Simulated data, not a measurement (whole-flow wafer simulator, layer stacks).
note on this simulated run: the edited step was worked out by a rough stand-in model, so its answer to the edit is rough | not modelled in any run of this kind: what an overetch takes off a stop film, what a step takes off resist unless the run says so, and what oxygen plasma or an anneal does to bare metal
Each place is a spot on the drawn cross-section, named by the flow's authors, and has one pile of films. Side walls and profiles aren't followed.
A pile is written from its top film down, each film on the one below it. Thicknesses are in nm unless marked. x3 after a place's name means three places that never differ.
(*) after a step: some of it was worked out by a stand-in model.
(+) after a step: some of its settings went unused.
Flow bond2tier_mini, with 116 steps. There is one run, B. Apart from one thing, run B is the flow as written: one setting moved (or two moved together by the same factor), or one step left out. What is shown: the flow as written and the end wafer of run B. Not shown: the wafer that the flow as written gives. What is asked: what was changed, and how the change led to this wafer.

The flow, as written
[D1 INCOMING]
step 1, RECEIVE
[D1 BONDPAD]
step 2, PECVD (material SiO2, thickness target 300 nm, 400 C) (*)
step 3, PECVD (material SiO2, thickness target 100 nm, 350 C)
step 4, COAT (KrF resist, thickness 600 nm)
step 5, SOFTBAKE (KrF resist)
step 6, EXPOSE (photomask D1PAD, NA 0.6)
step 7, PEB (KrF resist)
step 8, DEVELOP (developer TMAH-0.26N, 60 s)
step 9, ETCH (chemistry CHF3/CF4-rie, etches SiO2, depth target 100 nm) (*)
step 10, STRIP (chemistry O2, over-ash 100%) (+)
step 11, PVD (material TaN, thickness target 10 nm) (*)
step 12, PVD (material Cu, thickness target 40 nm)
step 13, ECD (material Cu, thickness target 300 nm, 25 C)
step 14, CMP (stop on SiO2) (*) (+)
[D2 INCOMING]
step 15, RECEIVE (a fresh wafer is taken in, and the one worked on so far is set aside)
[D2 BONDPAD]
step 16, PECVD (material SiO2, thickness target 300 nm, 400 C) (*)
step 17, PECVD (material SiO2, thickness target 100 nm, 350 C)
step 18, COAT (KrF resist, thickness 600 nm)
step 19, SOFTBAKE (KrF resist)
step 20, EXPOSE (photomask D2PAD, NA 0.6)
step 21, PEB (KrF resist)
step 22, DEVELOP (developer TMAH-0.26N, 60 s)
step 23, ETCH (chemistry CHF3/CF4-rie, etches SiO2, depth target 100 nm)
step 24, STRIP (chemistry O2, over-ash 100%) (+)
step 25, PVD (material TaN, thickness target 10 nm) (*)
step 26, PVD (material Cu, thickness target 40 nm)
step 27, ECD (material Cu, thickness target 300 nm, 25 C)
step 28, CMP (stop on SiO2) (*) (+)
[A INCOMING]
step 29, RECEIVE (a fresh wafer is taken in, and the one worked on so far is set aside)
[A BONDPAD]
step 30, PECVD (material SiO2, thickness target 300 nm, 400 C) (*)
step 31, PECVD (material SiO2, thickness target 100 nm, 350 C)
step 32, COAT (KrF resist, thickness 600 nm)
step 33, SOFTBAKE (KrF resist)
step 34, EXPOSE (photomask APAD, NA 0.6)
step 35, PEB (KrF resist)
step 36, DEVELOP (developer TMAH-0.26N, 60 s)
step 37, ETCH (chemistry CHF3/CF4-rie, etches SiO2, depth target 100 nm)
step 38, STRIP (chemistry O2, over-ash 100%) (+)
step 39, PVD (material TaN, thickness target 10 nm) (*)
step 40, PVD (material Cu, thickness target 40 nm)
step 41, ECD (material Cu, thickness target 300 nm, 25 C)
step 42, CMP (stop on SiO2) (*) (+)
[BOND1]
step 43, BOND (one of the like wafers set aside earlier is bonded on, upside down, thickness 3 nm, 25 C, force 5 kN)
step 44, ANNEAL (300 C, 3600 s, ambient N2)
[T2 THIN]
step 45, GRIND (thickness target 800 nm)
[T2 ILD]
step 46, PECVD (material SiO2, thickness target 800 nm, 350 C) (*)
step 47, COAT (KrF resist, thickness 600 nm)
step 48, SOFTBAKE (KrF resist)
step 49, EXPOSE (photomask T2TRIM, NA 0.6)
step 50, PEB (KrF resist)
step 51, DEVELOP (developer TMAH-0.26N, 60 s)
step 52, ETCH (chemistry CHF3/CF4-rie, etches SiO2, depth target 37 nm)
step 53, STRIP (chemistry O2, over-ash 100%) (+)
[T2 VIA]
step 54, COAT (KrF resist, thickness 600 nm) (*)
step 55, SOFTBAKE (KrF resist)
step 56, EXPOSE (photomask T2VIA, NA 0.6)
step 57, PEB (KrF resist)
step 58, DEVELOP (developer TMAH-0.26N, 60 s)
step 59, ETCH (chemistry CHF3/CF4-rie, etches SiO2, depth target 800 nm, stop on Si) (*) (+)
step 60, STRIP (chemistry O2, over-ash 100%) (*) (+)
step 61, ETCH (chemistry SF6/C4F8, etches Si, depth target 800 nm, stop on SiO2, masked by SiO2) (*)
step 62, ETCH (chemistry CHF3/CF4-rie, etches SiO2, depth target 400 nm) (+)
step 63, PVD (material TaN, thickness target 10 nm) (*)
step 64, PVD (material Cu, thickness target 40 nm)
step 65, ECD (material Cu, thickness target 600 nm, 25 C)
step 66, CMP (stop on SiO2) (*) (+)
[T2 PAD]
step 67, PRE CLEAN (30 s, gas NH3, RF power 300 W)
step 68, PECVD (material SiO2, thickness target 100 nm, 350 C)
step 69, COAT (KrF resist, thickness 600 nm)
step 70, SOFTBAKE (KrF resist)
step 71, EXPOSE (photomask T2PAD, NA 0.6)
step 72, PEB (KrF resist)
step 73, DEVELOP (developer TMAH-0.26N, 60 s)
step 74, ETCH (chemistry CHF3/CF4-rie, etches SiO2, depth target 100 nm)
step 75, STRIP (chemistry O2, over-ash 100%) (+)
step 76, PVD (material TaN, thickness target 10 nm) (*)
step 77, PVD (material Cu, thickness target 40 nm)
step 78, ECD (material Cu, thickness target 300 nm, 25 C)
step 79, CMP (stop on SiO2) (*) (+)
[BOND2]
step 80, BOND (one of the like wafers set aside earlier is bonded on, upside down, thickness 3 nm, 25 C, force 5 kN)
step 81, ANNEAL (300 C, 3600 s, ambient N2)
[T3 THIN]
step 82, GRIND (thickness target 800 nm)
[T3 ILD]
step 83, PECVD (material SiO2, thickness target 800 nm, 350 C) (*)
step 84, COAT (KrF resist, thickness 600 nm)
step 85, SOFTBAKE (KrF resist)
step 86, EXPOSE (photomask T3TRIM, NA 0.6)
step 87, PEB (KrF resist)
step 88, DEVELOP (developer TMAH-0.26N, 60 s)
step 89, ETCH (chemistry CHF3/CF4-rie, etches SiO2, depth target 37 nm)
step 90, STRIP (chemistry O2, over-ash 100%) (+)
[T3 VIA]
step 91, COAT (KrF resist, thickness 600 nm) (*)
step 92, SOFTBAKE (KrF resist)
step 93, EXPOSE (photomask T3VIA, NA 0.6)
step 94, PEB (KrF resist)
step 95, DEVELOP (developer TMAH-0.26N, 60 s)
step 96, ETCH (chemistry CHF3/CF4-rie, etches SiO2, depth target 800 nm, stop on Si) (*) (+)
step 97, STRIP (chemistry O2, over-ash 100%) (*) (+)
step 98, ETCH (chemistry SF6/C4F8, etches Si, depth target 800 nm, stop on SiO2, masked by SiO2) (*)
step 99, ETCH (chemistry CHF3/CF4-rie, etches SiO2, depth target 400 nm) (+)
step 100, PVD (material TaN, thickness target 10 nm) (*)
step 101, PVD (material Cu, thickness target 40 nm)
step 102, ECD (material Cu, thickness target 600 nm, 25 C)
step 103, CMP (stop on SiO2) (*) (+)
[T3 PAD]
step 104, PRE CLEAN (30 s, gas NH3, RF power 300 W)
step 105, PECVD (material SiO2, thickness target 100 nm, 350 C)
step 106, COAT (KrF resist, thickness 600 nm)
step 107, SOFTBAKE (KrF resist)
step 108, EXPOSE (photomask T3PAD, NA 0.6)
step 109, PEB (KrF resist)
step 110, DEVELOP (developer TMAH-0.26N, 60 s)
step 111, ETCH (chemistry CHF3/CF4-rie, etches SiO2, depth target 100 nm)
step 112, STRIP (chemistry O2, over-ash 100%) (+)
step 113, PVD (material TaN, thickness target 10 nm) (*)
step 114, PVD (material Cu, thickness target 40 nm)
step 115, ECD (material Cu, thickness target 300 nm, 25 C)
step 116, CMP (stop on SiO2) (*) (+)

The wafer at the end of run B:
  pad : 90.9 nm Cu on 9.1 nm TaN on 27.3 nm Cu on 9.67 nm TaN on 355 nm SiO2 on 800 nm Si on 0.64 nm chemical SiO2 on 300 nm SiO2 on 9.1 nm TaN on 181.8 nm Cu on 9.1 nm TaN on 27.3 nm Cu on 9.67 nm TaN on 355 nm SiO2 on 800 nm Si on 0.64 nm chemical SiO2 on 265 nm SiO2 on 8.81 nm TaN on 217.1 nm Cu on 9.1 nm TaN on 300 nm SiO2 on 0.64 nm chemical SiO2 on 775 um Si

The reason: step 9, ETCH: depth target 135 nm was run, whereas the flow has depth target 100 nm.

The path from the change to this, step by step:
  step 9, ETCH (chemistry CHF3/CF4-rie, etches SiO2, depth target 100 nm) (*)
      pad, via: -135 SiO2 (as written it would have been: -100 SiO2)
      field: -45 KrF resist (as written it would have been: -33.3 KrF resist)
  step 10, STRIP (chemistry O2, over-ash 100%) (+)
      field: -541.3 KrF resist (all of it) (as written it would have been: -552.9 KrF resist (all of it))
  step 12, PVD (material Cu, thickness target 40 nm)
      pad: +35.2 Cu (new film) (as written it would have been: +36.4 Cu (new film))
  step 13, ECD (material Cu, thickness target 300 nm, 25 C)
      pad: +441 Cu (as written it would have been: +404.5 Cu)
      via: +435.4 Cu (as written it would have been: +400.2 Cu)
  step 43, BOND (one of the like wafers set aside earlier is bonded on, upside down, thickness 3 nm, 25 C, force 5 kN)
      pad: +775 um Si (new film), +0.64 chemical SiO2 (new film), +265 SiO2 (new film), +8.81 TaN (new film), +126.2 Cu (as written it would have been: +775 um Si (new film), +0.64 chemical SiO2 (new film), +300 SiO2 (new film), +9.1 TaN (new film), +90.9 Cu)
      via: +775 um Si (new film), +0.64 chemical SiO2 (new film), +265 SiO2 (new film), +9.93 TaN (new film), +125.1 Cu (as written it would have been: +775 um Si (new film), +0.64 chemical SiO2 (new film), +300 SiO2 (new film), +9.97 TaN (new film), +90 Cu)
